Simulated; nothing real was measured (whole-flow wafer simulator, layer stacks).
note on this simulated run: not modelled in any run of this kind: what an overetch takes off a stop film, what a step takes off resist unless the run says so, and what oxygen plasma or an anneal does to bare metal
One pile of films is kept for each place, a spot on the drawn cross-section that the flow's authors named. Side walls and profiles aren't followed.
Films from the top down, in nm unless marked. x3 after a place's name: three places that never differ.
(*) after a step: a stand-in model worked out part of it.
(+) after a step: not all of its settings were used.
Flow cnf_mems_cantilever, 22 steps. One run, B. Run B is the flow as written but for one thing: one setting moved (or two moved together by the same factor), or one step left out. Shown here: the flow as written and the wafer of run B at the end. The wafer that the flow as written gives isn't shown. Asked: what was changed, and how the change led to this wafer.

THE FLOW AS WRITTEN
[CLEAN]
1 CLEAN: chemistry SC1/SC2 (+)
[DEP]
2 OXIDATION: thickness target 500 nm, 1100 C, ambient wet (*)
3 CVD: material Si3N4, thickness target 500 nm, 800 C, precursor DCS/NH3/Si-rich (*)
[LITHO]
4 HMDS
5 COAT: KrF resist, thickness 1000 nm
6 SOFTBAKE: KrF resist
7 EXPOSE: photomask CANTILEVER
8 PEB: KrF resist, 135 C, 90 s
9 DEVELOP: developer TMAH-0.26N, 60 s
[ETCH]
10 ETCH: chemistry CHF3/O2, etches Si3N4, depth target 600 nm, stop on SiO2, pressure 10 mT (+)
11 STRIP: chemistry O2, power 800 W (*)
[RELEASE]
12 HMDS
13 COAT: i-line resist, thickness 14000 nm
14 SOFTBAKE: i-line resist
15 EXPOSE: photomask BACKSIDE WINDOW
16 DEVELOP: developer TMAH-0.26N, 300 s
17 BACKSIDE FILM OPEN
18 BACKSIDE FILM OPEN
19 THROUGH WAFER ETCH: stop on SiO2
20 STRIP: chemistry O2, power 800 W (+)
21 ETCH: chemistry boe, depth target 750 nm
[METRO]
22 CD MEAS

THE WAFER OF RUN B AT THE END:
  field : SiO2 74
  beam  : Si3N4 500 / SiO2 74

The cause: step 21, ETCH: depth target 426 nm was run, where the flow has depth target 750 nm.

How the change led to this, step by step:
  21 ETCH: chemistry boe, depth target 750 nm
      field: SiO2 -426 (as written it would be: SiO2 -500 (all of it))
      beam: under 1 film: SiO2 -426 (as written it would be: under 1 film: SiO2 -500 (all of it))
